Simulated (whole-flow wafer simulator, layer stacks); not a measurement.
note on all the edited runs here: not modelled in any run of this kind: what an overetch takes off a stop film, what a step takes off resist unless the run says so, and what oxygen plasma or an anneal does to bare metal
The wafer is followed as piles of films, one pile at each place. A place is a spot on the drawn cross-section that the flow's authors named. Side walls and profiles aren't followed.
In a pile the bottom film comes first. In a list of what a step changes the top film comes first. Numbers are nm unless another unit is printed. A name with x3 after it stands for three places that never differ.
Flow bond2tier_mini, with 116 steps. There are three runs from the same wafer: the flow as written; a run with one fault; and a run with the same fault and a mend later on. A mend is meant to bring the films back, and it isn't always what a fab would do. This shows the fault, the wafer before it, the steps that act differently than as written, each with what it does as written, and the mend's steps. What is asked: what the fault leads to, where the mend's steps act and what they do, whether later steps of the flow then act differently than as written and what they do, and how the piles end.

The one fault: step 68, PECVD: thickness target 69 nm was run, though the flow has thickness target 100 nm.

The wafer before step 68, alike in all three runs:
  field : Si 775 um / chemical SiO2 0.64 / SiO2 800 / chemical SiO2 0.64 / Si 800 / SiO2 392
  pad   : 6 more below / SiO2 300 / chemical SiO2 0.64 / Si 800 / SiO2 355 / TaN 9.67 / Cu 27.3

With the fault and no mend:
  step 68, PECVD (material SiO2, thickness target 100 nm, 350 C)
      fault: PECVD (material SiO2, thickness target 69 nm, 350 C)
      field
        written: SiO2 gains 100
        fault: SiO2 gains 69
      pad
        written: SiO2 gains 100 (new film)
        fault: SiO2 gains 69 (new film)
  Steps further on in the flow that do not act as written (not shown: 1 more step that differs only slightly, by at most 2% or 0.5 nm, whichever is larger):
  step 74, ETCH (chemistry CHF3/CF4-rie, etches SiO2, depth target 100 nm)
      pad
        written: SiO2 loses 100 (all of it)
        fault: SiO2 loses 69 (all of it), Cu loses 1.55
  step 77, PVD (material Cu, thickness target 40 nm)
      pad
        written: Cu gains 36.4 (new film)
        fault: Cu gains 37.4 (new film)
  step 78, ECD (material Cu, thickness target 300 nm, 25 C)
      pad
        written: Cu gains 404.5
        fault: Cu gains 373.7
  At field, pad, the piles at the end differ from the flow's by more than 2% or 0.5 nm, whichever is larger.
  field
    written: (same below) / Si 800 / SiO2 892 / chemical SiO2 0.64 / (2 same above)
    fault: (same below) / Si 800 / SiO2 861 / chemical SiO2 0.64 / (2 same above)
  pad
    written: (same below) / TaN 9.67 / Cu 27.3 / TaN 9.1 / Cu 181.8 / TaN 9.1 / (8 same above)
    fault: (same below) / TaN 9.67 / Cu 25.8 / TaN 9.41 / Cu 152 / TaN 9.1 / (8 same above)

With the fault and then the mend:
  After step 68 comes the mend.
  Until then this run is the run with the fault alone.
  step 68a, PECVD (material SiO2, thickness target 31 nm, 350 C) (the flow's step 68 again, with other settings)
      field, pad
        SiO2 gains 31
  Every later step of the flow that is run acts as written at every place that is followed.
  By the end, the piles equal the flow's at every place that both follow.
